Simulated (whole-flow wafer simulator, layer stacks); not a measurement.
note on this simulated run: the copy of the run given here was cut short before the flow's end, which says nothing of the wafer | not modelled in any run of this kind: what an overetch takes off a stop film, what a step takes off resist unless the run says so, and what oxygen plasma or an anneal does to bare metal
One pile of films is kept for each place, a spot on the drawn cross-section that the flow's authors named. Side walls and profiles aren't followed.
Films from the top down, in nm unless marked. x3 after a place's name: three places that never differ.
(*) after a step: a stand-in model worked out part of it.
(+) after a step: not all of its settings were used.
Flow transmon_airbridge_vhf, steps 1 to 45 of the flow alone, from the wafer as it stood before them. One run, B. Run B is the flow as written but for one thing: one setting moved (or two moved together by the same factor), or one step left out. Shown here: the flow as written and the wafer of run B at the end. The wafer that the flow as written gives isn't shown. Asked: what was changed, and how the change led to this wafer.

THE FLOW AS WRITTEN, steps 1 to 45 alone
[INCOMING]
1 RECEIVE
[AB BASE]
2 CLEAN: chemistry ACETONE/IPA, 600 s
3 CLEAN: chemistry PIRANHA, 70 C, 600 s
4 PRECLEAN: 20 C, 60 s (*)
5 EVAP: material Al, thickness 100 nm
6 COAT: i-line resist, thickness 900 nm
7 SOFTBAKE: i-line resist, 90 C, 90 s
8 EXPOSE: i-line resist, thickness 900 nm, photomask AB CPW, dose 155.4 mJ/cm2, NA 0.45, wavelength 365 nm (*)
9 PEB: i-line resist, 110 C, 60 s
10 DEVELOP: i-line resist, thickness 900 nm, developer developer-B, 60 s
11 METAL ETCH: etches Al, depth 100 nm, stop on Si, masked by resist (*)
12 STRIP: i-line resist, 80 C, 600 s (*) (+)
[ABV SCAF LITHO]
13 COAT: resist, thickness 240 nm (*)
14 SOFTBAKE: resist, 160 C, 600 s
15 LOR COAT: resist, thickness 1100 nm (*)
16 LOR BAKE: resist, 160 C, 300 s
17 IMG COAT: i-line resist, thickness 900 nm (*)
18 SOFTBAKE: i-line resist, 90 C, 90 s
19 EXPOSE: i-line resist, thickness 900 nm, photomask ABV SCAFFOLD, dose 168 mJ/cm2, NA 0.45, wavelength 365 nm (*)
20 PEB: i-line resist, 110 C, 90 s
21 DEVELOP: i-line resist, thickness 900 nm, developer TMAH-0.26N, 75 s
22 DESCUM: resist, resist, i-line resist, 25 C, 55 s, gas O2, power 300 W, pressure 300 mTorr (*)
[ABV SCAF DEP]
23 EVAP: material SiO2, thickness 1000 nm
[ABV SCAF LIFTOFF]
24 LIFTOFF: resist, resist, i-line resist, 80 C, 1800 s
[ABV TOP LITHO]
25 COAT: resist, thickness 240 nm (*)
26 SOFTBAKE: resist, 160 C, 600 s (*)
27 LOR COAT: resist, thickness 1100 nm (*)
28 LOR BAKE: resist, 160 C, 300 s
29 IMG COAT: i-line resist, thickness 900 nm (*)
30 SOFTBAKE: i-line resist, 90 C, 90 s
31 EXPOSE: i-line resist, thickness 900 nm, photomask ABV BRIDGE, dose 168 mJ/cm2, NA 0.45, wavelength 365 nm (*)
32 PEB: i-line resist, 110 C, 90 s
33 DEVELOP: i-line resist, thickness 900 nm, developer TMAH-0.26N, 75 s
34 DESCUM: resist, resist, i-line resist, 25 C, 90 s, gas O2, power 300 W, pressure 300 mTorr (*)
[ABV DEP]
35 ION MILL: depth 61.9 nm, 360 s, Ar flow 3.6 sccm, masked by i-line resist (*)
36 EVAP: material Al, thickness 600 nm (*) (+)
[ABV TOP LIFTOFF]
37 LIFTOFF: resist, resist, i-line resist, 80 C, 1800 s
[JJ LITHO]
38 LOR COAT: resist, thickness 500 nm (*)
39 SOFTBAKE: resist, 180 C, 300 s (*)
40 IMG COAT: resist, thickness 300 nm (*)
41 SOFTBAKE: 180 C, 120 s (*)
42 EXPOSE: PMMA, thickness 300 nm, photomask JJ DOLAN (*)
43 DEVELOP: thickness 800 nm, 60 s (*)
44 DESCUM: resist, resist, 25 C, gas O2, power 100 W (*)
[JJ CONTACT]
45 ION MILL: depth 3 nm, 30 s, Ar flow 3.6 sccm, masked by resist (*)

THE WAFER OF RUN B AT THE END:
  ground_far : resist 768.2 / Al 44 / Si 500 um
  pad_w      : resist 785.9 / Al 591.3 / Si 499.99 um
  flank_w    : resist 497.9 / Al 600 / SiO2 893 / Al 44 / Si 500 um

The cause: step 5, EVAP: thickness 44 nm was run, where the flow has thickness 100 nm.
It can be read off the wafer: ground_far has Al 44, and step 5 as written asks for 100 nm.

How the change led to this, step by step:
  5 EVAP: material Al, thickness 100 nm
      field x3, jj_line, ground_far and 12 more: Al +44 (new film) (as written it would be: Al +100 (new film))
  11 METAL ETCH: etches Al, depth 100 nm, stop on Si, masked by resist (*)
      ground_far, pad_w, flank_w and 8 more: i-line resist -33 (as written it would be: i-line resist -50)
      field x3, jj_line, gap_w, gap_e: Al -44 (all of it) (as written it would be: Al -100 (all of it))
  12 STRIP: i-line resist, 80 C, 600 s (*) (+)
      ground_far, pad_w, flank_w and 8 more: i-line resist -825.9 (all of it) (as written it would be: i-line resist -808.9 (all of it))
  13 COAT: resist, thickness 240 nm (*)
      flank_w, flank_e: resist +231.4 (new film) (as written it would be: resist +222.3 (new film))
      gap_w, gap_e: resist +245.6 (new film) (as written it would be: resist +251.7 (new film))
  22 DESCUM: resist, resist, i-line resist, 25 C, 55 s, gas O2, power 300 W, pressure 300 mTorr (*)
      flank_w, flank_e: resist -231.4 (all of it) (as written it would be: resist -222.3 (all of it))
      gap_w, gap_e: resist -245.6 (all of it) (as written it would be: resist -251.7 (all of it))
  25 COAT: resist, thickness 240 nm (*)
      flank_w, flank_e: resist +159.6 (new film) (as written it would be: resist +152.6 (new film))
      gap_w, gap_e: resist +204.6 (new film) (as written it would be: resist +210.7 (new film))
  29 IMG COAT: i-line resist, thickness 900 nm (*)
      gap_w, gap_e: i-line resist +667 (new film) (as written it would be: i-line resist +681.7 (new film))
  32 PEB: i-line resist, 110 C, 90 s
      gap_w, gap_e: i-line resist -34 (as written it would be: i-line resist -34.7)
  33 DEVELOP: i-line resist, thickness 900 nm, developer TMAH-0.26N, 75 s
      gap_w, gap_e: i-line resist -633 (all of it), resist -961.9 (as written it would be: i-line resist -646.9 (all of it), resist -977.8)
  34 DESCUM: resist, resist, i-line resist, 25 C, 90 s, gas O2, power 300 W, pressure 300 mTorr (*)
      flank_w, flank_e: resist -159.6 (all of it) (as written it would be: resist -152.6 (all of it))
      gap_w, gap_e: resist -204.6 (all of it) (as written it would be: resist -210.7 (all of it))
  35 ION MILL: depth 61.9 nm, 360 s, Ar flow 3.6 sccm, masked by i-line resist (*)
      pad_w, pad_e: Al -44 (all of it), Si -10.1 (as written it would be: Al -61.9)
  36 EVAP: material Al, thickness 600 nm (*) (+)
      pad_w, pad_e: Al +591.3 (new film) (as written it would be: Al +591.2)
  38 LOR COAT: resist, thickness 500 nm (*)
      gap_w, gap_e: resist +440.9 (new film) (as written it would be: resist +450.7 (new film))
  40 IMG COAT: resist, thickness 300 nm (*)
      flank_w, flank_e: resist +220 (as written it would be: resist +212.1)
      gap_w, gap_e: resist +240.5 (as written it would be: resist +245.7)
